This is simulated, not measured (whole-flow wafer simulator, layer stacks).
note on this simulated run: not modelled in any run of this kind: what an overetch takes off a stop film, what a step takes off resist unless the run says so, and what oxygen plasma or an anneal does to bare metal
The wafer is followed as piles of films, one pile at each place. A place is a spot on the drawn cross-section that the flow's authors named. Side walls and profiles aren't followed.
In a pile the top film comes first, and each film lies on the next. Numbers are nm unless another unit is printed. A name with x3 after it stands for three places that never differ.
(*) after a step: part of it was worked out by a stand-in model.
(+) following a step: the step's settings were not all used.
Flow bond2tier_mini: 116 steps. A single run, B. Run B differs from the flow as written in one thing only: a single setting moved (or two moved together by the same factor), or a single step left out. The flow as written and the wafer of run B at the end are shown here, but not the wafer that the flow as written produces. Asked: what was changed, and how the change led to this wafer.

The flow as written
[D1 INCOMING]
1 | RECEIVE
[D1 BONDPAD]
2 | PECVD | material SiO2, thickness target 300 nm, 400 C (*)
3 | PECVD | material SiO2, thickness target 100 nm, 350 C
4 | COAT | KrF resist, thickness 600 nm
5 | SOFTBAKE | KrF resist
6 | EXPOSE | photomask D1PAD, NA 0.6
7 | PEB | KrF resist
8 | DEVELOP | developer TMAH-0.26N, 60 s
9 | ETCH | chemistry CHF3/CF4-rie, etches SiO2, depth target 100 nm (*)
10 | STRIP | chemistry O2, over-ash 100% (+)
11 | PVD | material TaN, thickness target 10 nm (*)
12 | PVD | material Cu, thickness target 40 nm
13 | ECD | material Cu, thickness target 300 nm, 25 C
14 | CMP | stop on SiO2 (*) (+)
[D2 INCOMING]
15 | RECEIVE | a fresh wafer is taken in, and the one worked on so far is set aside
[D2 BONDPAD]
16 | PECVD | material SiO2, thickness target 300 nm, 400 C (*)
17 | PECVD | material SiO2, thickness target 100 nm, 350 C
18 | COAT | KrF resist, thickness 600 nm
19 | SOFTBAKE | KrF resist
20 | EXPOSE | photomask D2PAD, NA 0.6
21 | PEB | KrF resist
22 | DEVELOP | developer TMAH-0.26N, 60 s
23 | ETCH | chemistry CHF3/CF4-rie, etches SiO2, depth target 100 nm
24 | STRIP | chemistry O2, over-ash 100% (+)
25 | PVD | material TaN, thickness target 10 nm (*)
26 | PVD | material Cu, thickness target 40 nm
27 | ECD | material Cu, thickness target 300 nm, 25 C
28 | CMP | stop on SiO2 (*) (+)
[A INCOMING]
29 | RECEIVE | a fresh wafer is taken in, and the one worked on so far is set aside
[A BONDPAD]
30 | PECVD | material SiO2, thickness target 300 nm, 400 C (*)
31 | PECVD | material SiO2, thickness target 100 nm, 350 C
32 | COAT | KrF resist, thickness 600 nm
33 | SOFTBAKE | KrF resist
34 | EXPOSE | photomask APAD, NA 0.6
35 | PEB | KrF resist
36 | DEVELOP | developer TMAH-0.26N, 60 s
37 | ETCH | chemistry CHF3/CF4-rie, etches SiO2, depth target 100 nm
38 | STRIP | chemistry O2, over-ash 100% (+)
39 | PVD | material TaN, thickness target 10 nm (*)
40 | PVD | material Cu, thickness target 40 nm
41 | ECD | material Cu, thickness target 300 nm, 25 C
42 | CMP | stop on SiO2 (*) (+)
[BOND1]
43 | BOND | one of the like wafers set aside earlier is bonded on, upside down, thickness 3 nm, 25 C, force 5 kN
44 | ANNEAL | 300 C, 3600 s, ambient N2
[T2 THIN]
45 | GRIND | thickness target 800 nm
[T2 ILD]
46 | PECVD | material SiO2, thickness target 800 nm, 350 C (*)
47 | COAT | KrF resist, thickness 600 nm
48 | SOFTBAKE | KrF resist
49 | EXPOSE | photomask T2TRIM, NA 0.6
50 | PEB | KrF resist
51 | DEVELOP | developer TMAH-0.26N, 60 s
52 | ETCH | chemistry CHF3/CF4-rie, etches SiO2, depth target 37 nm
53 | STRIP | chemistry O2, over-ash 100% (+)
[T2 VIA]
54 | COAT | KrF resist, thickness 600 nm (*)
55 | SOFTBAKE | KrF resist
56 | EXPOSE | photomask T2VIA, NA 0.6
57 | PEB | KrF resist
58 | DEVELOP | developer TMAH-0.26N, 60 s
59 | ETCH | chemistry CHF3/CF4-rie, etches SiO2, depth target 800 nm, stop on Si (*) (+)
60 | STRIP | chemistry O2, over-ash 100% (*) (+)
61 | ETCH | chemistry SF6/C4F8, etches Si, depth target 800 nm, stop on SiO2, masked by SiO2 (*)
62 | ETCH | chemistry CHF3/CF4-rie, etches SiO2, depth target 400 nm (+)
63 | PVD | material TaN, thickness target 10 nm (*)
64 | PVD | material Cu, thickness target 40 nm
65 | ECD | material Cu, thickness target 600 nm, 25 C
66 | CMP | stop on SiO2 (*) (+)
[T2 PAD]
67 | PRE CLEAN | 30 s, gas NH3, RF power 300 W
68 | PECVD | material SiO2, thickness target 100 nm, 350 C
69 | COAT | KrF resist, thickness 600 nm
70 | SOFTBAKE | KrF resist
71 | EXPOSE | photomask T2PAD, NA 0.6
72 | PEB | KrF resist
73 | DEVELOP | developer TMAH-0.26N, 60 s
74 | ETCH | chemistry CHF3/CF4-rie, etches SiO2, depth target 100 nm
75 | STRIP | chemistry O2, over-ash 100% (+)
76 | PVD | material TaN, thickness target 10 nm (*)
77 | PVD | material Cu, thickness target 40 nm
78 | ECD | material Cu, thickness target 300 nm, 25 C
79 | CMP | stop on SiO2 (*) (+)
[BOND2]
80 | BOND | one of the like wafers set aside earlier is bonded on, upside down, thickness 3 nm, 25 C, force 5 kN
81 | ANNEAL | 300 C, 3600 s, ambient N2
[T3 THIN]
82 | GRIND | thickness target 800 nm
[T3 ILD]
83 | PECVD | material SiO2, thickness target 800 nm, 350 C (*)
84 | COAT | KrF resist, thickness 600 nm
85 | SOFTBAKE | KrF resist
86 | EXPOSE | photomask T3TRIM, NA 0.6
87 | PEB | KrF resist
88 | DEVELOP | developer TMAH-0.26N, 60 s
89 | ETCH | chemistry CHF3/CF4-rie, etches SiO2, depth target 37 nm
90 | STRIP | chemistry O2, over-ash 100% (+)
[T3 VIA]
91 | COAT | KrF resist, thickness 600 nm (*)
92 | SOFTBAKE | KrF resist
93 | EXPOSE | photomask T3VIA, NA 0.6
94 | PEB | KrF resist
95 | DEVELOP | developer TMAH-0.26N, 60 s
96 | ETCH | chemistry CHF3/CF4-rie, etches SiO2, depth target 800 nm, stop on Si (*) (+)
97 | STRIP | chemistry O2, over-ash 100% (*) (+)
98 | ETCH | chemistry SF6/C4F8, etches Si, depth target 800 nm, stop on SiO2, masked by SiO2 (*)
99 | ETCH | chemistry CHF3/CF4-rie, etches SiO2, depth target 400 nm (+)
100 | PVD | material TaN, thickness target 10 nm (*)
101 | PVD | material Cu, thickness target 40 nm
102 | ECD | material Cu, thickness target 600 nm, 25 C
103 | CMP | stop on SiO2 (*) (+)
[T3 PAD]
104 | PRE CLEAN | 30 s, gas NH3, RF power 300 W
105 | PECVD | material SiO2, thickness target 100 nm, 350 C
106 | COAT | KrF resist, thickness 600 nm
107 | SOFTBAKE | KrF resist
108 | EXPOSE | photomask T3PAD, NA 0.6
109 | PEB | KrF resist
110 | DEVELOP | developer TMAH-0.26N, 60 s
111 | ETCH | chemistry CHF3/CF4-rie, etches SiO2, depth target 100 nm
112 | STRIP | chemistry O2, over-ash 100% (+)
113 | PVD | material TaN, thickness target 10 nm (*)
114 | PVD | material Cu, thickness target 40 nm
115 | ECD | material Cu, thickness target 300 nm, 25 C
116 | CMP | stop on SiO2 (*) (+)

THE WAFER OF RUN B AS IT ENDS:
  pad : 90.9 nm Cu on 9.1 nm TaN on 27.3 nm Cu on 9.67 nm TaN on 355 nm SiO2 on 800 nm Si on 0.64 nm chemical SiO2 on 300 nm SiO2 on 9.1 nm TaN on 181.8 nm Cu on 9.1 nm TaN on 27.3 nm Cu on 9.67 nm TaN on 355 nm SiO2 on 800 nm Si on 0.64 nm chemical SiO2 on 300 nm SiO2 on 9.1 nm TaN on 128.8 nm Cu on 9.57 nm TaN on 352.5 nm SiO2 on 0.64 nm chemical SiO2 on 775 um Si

Cause: step 37, ETCH: depth target 47.5 nm was run, whereas the flow has depth target 100 nm.

How this came from the change, step by step:
  37 | ETCH | chemistry CHF3/CF4-rie, etches SiO2, depth target 100 nm
      pad, via: -47.5 SiO2 (it would be, as written: -100 SiO2)
      field: -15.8 KrF resist (it would be, as written: -33.3 KrF resist)
  38 | STRIP | chemistry O2, over-ash 100% (+)
      field: -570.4 KrF resist (all of it) (it would be, as written: -552.9 KrF resist (all of it))
  40 | PVD | material Cu, thickness target 40 nm
      pad: +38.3 Cu (new film) (it would be, as written: +36.4 Cu (new film))
  41 | ECD | material Cu, thickness target 300 nm, 25 C
      pad: +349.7 Cu (it would be, as written: +404.5 Cu)
      via: +347.5 Cu (it would be, as written: +400.2 Cu)
